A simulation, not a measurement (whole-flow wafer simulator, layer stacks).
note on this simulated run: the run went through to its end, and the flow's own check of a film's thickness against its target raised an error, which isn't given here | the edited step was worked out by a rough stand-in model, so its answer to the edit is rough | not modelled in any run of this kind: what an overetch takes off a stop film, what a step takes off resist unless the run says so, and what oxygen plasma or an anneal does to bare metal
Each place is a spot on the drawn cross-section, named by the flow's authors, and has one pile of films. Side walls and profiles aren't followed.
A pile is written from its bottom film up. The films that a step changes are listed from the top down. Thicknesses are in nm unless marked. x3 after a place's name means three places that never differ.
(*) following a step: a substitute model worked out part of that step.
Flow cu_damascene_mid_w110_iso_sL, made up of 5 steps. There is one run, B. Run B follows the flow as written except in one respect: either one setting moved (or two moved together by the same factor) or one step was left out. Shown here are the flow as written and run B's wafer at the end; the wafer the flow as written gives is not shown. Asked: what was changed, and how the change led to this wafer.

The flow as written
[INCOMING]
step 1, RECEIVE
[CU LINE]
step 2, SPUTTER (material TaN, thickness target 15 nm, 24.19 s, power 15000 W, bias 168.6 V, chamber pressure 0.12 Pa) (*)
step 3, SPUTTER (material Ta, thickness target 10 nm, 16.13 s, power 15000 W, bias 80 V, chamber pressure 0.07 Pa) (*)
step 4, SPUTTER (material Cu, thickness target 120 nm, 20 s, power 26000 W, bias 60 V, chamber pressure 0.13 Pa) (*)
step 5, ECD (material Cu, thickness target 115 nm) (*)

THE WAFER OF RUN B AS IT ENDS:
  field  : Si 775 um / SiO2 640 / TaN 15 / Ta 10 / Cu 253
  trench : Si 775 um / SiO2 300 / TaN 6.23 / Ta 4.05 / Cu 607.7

What caused this: step 4, SPUTTER: thickness target 138 nm was run, while the flow as written has thickness target 120 nm; step 4, SPUTTER: 23 s was run, where the flow has 20 s.

The path from the change to this, step by step:
  step 4, SPUTTER (material Cu, thickness target 120 nm, 20 s, power 26000 W, bias 60 V, chamber pressure 0.13 Pa) (*)
      field: +138 Cu (new film) (it would be, as written: +120 Cu (new film))
      trench: +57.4 Cu (new film) (it would be, as written: +49.9 Cu (new film))
